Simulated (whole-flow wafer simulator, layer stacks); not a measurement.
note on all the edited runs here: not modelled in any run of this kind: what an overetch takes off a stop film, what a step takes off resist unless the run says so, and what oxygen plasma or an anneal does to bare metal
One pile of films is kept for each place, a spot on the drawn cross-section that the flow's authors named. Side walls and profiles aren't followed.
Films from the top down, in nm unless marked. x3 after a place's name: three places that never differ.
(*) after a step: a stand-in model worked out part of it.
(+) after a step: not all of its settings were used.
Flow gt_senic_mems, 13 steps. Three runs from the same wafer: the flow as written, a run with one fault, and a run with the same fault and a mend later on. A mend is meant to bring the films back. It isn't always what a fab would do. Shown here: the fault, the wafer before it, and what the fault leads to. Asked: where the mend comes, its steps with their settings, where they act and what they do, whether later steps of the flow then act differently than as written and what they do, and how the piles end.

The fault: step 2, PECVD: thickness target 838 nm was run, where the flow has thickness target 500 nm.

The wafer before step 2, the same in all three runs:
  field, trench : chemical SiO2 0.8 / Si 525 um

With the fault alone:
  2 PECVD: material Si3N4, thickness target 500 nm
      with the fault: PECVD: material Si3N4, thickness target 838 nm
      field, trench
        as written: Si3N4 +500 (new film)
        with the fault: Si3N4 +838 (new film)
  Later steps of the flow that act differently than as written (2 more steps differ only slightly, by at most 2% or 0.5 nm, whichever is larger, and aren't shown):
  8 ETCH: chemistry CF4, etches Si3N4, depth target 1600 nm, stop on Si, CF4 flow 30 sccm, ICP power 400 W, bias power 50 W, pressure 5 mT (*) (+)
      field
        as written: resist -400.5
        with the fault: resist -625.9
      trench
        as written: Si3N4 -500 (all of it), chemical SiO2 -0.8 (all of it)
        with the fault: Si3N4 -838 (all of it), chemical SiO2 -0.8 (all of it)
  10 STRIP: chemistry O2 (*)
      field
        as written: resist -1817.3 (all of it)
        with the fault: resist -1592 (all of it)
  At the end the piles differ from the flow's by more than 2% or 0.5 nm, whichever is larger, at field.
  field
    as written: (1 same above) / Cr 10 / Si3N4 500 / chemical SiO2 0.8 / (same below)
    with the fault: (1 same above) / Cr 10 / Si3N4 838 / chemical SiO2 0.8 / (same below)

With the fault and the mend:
  The mend comes after step 2.
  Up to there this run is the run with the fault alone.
  2a ETCH: chemistry h3po4, depth target 338 nm
      field, trench
        Si3N4 -338
  No later step of the flow acts differently than as written at any place that is followed.
  At the end the piles are the same as the flow's at every place that both follow.
